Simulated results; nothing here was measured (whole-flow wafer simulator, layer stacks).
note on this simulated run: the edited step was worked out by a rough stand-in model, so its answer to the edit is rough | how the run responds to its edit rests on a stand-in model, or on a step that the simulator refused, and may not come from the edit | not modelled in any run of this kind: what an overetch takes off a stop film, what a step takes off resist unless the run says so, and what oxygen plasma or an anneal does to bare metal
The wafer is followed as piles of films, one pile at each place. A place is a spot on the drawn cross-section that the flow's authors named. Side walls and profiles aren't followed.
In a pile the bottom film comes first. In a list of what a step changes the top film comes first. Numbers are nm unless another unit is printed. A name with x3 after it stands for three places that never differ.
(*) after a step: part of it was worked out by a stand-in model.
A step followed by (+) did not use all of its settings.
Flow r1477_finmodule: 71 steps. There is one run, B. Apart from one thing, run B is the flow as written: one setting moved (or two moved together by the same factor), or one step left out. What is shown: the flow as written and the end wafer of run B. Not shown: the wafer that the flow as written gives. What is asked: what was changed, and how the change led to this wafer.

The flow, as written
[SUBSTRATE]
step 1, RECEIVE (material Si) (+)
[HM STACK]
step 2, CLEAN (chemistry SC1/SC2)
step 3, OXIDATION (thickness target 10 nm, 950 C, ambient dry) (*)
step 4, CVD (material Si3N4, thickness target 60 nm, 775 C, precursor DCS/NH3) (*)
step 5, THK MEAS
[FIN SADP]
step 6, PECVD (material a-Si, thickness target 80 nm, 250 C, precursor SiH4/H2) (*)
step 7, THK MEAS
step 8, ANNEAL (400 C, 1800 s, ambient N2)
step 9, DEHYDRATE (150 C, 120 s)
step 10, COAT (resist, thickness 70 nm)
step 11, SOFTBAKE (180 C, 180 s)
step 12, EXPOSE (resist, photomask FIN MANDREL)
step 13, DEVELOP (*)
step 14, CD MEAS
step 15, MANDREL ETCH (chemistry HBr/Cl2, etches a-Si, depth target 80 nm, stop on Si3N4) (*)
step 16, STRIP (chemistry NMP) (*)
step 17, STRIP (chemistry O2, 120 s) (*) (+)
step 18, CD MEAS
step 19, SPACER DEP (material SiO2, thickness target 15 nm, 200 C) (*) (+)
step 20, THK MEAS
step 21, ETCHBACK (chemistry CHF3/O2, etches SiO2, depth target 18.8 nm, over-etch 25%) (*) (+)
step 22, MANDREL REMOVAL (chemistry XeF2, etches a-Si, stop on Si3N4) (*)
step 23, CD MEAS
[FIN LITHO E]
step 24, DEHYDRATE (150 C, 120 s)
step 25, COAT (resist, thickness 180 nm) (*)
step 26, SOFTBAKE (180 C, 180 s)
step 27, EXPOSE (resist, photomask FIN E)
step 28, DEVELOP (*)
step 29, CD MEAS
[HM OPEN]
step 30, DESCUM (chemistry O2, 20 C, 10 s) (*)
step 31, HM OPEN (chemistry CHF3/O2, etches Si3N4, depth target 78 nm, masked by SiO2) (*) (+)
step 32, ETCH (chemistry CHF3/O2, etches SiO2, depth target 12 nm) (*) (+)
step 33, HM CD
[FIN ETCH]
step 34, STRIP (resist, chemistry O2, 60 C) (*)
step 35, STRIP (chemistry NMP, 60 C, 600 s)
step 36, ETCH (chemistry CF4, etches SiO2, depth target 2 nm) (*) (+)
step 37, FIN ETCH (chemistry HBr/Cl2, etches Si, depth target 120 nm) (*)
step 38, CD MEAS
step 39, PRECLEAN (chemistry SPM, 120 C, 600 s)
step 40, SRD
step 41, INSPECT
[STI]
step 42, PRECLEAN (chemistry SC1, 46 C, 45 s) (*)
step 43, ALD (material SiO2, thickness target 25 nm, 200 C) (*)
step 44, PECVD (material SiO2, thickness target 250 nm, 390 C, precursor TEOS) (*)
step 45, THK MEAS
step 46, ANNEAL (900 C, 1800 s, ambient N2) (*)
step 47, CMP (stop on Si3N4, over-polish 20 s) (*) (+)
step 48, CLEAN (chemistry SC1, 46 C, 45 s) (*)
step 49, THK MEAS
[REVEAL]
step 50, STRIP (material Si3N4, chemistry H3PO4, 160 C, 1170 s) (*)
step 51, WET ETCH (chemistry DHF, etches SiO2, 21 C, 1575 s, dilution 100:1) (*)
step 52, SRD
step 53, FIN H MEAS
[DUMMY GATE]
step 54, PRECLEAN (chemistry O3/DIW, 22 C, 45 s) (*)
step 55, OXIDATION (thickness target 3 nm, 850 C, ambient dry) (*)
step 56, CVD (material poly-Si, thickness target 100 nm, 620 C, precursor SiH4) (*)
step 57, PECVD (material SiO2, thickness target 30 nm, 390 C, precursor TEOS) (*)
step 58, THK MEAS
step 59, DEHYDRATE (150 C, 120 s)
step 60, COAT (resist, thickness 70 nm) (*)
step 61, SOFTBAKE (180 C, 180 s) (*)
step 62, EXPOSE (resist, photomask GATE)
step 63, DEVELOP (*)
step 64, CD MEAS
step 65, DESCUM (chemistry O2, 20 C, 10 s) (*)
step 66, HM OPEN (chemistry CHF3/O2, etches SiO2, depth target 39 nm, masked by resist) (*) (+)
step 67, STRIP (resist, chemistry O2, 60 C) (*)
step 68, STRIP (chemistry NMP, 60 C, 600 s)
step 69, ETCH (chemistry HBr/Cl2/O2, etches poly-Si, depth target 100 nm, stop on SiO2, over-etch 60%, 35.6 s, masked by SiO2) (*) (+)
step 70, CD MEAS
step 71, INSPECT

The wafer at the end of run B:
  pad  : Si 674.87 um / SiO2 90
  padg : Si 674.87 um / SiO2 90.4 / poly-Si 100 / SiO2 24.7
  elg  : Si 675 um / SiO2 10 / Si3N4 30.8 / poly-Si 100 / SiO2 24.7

What caused this: step 51, WET ETCH: 1811 s was run, whereas the flow has 1575 s.

The path from the change to this, step by step:
  step 51, WET ETCH (chemistry DHF, etches SiO2, 21 C, 1575 s, dilution 100:1) (*)
      pad, padg, e40sg and 12 more: SiO2 loses 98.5 (in the flow as written it would be: SiO2 loses 85.7)
      elg, e40lg, e100lg, e200lg, elo, e40lo, e100lo, e200lo: SiO2 loses 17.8 (all of it), Si3N4 loses 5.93 (in the flow as written it would be: SiO2 loses 17.8 (all of it), Si3N4 loses 4.97)
      (as well as at 7 more places)
  step 56, CVD (material poly-Si, thickness target 100 nm, 620 C, precursor SiH4) (*)
      s40cg, s40co: poly-Si gains 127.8 (new film) (in the flow as written it would be: poly-Si gains 113.9 (new film))
      s45cg, s45co: poly-Si gains 127.8 (new film) (in the flow as written it would be: poly-Si gains 113.4 (new film))
      (as well as at 3 more places)
  step 60, COAT (resist, thickness 70 nm) (*)
      e40sg, eso, e40so: resist gains 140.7 (new film) (in the flow as written it would be: resist gains 129.5 (new film))
      e100sg, e100so: resist gains 140.7 (new film) (in the flow as written it would be: resist gains 129.4 (new film))
      (as well as at 14 more places)
  step 63, DEVELOP (*)
      eso, e40so: resist loses 140.7 (all of it) (in the flow as written it would be: resist loses 129.5 (all of it))
      e100so: resist loses 140.7 (all of it) (in the flow as written it would be: resist loses 129.4 (all of it))
      (as well as at 7 more places)
  step 67, STRIP (resist, chemistry O2, 60 C) (*)
      e40lg, e100lg, e200lg: resist loses 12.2 (all of it) (in the flow as written it would be: resist loses 12.8 (all of it))
      e40sg: resist loses 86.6 (all of it) (in the flow as written it would be: resist loses 75.4 (all of it))
      (as well as at 8 more places)
  step 69, ETCH (chemistry HBr/Cl2/O2, etches poly-Si, depth target 100 nm, stop on SiO2, over-etch 60%, 35.6 s, masked by SiO2) (*) (+)
      s40co: chemical SiO2 loses 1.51 (all of it), poly-Si loses 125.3 (all of it), SiO2 loses 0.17 (in the flow as written it would be: chemical SiO2 loses 1.46 (all of it), poly-Si loses 111.5 (all of it), SiO2 loses 0.24)
      s45co: chemical SiO2 loses 1.51 (all of it), poly-Si loses 125.3 (all of it), SiO2 loses 0.17 (in the flow as written it would be: chemical SiO2 loses 1.46 (all of it), poly-Si loses 110.9 (all of it), SiO2 loses 0.25)
      (as well as at 1 more place)
